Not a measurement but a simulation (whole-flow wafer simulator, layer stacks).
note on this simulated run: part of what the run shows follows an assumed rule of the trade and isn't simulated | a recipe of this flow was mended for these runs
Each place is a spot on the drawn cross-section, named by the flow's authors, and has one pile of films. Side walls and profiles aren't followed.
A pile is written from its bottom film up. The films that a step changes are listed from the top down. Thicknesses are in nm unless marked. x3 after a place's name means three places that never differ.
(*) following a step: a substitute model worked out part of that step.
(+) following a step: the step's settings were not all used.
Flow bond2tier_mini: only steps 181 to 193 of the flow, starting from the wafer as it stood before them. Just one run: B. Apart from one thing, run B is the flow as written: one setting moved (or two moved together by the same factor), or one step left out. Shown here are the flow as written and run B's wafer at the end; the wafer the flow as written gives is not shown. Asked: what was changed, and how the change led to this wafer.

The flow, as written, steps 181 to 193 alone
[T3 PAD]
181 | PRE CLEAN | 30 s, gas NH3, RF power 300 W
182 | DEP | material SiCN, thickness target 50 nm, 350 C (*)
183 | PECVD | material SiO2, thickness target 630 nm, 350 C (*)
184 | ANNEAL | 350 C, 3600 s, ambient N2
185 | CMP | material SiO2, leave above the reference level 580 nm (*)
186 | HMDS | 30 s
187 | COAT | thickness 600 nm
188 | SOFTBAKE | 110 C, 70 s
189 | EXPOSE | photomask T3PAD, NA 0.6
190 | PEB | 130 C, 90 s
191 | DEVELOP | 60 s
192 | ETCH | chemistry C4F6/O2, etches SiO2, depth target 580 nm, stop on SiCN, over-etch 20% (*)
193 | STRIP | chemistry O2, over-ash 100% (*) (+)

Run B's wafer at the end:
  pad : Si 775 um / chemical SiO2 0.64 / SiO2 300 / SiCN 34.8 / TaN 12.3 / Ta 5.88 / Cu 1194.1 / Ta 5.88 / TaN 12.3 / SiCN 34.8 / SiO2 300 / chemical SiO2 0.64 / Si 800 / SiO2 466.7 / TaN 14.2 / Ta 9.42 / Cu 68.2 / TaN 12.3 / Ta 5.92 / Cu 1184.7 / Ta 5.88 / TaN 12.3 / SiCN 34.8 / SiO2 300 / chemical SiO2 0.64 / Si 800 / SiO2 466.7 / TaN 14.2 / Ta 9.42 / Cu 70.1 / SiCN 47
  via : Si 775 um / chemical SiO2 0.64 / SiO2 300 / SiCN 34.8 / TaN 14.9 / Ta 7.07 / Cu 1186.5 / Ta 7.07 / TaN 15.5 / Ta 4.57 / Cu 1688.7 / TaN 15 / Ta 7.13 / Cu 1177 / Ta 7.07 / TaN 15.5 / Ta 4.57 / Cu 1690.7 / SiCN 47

The reason: step 192, ETCH: depth target 498.3 nm was run, whereas the flow has depth target 580 nm.

How this came from the change, step by step:
  192 | ETCH | chemistry C4F6/O2, etches SiO2, depth target 580 nm, stop on SiCN, over-etch 20% (*)
      pad, via: -580 SiO2 (all of it), -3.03 SiCN (in the flow as written it would be: -580 SiO2 (all of it), -19.6 SiCN)
      field: -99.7 thick-KrF-resist (in the flow as written it would be: -116 thick-KrF-resist)
  193 | STRIP | chemistry O2, over-ash 100% (*) (+)
      field: -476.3 thick-KrF-resist (all of it) (in the flow as written it would be: -459.9 thick-KrF-resist (all of it))
